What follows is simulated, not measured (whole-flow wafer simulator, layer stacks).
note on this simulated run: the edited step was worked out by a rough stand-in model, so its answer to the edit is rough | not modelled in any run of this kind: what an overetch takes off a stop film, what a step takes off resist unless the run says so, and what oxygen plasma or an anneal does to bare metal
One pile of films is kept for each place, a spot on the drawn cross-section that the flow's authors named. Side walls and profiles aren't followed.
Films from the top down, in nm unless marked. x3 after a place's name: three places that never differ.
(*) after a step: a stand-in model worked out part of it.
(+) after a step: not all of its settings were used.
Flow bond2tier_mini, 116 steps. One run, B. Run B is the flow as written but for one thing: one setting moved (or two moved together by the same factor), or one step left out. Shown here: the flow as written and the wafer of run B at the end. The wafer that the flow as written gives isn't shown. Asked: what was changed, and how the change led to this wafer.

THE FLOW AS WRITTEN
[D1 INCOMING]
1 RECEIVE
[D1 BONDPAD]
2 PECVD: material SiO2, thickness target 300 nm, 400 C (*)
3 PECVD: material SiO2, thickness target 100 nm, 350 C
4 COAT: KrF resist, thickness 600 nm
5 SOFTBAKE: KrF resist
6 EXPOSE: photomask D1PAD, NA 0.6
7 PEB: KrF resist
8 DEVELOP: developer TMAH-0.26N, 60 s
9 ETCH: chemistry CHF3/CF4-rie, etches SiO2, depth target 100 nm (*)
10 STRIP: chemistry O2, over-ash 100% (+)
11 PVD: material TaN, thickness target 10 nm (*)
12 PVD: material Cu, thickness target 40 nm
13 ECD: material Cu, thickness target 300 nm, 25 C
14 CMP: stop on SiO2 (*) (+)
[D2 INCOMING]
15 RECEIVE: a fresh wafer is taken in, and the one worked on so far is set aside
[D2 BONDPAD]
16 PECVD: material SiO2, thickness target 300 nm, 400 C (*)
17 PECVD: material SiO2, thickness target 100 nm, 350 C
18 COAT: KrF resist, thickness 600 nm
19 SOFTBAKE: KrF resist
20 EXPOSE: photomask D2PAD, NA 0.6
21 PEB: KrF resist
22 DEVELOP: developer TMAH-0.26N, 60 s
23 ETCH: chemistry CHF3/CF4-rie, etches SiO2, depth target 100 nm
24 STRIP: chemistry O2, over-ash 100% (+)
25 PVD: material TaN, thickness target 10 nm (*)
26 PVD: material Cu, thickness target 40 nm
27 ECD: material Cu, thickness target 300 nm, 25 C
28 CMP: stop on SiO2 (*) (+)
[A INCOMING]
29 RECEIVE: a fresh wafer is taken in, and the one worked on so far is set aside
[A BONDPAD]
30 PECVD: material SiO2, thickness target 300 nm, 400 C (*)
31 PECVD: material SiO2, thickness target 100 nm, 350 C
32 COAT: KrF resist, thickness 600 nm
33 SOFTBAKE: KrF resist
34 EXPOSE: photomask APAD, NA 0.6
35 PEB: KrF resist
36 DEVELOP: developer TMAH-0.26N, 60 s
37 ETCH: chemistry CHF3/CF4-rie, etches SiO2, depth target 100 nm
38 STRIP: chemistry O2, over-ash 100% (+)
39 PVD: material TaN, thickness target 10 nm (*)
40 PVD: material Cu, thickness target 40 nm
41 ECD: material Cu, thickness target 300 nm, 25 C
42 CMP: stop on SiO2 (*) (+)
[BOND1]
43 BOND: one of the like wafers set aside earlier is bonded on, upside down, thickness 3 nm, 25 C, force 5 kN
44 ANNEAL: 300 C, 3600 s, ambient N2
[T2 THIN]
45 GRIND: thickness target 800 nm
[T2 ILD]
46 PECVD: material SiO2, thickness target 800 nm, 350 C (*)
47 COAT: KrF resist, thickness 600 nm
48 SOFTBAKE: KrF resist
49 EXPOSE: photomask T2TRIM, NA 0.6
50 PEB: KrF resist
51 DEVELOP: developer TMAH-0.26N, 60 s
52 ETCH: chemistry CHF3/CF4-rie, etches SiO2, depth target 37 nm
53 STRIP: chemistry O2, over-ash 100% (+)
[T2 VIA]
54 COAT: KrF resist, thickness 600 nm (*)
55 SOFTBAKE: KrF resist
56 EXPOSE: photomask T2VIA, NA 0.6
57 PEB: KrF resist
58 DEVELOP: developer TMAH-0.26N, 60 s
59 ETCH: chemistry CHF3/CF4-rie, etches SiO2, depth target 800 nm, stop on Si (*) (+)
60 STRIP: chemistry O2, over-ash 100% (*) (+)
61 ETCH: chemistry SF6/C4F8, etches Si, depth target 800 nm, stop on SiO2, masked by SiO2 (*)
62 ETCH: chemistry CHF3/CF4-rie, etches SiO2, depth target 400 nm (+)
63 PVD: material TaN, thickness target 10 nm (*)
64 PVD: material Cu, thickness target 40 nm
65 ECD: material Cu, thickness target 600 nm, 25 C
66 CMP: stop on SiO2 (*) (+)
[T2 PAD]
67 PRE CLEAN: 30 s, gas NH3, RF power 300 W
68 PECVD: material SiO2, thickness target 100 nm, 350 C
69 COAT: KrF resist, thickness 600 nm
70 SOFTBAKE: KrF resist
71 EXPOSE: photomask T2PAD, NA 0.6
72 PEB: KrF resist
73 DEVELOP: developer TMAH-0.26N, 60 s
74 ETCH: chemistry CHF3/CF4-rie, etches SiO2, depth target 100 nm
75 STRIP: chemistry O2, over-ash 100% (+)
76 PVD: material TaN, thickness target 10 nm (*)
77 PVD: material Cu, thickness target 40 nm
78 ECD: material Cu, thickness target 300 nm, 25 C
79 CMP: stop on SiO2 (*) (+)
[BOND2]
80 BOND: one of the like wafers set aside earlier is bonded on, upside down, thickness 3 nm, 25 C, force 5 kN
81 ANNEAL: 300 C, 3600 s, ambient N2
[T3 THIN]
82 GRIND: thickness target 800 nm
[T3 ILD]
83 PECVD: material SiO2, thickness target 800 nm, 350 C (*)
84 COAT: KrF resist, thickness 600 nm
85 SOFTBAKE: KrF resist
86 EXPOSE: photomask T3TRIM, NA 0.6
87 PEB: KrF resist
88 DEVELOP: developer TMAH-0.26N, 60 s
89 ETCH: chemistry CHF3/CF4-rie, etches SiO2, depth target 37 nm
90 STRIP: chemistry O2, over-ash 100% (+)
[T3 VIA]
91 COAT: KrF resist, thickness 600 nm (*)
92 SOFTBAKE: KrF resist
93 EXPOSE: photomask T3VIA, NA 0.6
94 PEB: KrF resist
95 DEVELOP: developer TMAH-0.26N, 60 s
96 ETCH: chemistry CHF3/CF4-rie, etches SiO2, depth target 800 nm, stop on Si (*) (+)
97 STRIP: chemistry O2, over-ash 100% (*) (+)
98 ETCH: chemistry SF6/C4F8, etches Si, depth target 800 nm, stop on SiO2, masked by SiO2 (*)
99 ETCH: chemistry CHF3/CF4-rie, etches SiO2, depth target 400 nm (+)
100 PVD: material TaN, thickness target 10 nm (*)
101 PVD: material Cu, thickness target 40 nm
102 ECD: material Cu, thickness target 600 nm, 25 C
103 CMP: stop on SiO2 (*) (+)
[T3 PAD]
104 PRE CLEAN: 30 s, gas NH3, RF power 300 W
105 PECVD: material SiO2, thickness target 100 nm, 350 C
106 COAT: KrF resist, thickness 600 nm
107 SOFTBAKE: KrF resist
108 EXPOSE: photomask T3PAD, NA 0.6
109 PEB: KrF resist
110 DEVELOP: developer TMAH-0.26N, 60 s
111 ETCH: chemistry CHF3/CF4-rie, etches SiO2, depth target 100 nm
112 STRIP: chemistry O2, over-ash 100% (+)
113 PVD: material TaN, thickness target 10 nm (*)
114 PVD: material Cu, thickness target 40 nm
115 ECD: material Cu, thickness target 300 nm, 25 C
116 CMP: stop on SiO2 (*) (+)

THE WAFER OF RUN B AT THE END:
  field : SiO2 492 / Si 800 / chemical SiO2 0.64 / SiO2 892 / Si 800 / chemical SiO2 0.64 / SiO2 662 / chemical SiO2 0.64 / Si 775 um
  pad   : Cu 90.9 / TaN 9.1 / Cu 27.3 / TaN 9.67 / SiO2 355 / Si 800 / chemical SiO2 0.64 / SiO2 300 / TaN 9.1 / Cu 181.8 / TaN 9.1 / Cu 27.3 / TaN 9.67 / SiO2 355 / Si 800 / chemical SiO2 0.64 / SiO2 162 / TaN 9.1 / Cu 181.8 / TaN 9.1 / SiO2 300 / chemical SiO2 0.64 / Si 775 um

The cause: step 2, PECVD: thickness target 162 nm was run, where the flow has thickness target 300 nm.
It can be read off the wafer: pad has SiO2 162, and step 2 as written asks for 300 nm.

How the change led to this, step by step:
  2 PECVD: material SiO2, thickness target 300 nm, 400 C (*)
      field, pad, via: SiO2 +162 (new film) (as written it would be: SiO2 +300 (new film))
  43 BOND: one of the like wafers set aside earlier is bonded on, upside down, thickness 3 nm, 25 C, force 5 kN
      field: Si +775 um (new film), chemical SiO2 +0.64 (new film), SiO2 +262 (as written it would be: Si +775 um (new film), chemical SiO2 +0.64 (new film), SiO2 +400)
      pad: Si +775 um (new film), chemical SiO2 +0.64 (new film), SiO2 +162 (new film), TaN +9.1 (new film), Cu +90.9 (as written it would be: Si +775 um (new film), chemical SiO2 +0.64 (new film), SiO2 +300 (new film), TaN +9.1 (new film), Cu +90.9)
      (and at 1 more place)
